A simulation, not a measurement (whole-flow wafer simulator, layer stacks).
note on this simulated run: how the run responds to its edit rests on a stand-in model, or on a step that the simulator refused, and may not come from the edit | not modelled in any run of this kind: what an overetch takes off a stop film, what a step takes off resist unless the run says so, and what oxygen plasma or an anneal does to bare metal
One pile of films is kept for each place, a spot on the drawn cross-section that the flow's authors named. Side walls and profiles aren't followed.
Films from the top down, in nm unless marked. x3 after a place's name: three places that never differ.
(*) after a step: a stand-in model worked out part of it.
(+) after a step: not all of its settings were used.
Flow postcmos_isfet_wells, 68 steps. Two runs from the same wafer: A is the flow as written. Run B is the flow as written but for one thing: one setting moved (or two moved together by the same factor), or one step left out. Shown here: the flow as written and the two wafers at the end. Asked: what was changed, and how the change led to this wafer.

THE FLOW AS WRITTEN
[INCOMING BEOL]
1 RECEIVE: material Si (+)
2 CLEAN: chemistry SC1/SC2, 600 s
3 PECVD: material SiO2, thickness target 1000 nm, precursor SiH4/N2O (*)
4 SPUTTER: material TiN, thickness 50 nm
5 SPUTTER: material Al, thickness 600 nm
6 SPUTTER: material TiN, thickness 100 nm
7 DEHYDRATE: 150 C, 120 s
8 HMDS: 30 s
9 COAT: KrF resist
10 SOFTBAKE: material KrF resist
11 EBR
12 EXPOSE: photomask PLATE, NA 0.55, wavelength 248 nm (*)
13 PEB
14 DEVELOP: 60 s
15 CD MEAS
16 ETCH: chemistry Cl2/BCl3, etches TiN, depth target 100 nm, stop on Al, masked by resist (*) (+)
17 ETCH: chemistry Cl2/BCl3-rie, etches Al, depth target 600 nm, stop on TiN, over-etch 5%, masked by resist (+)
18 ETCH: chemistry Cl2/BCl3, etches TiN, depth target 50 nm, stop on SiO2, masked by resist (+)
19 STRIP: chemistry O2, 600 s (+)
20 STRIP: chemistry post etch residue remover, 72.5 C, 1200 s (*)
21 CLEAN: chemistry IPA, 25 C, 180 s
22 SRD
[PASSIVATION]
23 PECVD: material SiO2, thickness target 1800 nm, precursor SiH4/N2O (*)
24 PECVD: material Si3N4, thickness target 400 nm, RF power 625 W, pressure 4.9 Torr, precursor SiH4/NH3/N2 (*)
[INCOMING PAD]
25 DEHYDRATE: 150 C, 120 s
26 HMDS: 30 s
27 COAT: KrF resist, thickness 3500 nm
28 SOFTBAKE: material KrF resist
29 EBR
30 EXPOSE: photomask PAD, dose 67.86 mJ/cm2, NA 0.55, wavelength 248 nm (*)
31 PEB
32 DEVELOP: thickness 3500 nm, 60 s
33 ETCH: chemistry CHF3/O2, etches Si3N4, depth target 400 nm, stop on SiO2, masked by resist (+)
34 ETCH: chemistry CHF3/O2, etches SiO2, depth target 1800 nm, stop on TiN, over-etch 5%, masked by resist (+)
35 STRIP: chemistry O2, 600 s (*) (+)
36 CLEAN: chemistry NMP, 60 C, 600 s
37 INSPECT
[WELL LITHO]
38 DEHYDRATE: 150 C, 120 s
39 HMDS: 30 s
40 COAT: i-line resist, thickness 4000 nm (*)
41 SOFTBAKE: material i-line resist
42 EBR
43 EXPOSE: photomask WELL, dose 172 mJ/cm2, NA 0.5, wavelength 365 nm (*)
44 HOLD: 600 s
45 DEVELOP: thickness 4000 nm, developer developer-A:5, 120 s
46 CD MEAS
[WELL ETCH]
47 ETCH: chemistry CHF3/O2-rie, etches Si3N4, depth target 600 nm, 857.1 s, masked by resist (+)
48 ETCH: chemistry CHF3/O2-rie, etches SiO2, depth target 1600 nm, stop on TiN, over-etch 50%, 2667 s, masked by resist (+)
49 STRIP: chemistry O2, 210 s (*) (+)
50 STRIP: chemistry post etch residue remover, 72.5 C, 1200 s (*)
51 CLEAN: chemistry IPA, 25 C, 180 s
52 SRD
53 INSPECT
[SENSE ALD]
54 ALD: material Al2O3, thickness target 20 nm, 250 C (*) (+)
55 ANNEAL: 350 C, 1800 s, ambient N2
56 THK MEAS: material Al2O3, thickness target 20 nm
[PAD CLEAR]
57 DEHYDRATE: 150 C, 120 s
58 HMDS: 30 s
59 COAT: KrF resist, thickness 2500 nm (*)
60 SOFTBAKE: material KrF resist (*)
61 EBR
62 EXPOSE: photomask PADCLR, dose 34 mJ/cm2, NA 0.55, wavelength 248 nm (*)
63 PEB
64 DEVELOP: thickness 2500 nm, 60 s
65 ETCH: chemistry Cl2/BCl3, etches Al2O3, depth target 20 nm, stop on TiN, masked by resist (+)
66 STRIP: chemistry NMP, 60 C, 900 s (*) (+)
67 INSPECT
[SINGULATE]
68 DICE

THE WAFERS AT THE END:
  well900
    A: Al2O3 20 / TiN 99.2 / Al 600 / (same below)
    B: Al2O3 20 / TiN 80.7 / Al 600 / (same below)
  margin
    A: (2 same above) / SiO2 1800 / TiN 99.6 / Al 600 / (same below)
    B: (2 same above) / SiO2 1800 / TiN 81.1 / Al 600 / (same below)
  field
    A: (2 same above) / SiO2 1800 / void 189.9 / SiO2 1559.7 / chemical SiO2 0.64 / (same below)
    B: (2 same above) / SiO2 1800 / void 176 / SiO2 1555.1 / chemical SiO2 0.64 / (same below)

The cause: step 6, SPUTTER: thickness 81.52 nm was run, where the flow has thickness 100 nm.

How the change led to this, step by step:
  6 SPUTTER: material TiN, thickness 100 nm
      field, margin, well900 and 6 more: A TiN +100 (new film) | B TiN +81.5 (new film)
  16 ETCH: chemistry Cl2/BCl3, etches TiN, depth target 100 nm, stop on Al, masked by resist (*) (+)
      field: A TiN -100 (all of it) | B TiN -81.5 (all of it)
  23 PECVD: material SiO2, thickness target 1800 nm, precursor SiH4/N2O (*)
      field: A SiO2 +1800 (new film), void +189.9 (new film), SiO2 +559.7 | B SiO2 +1800 (new film), void +176 (new film), SiO2 +555.1
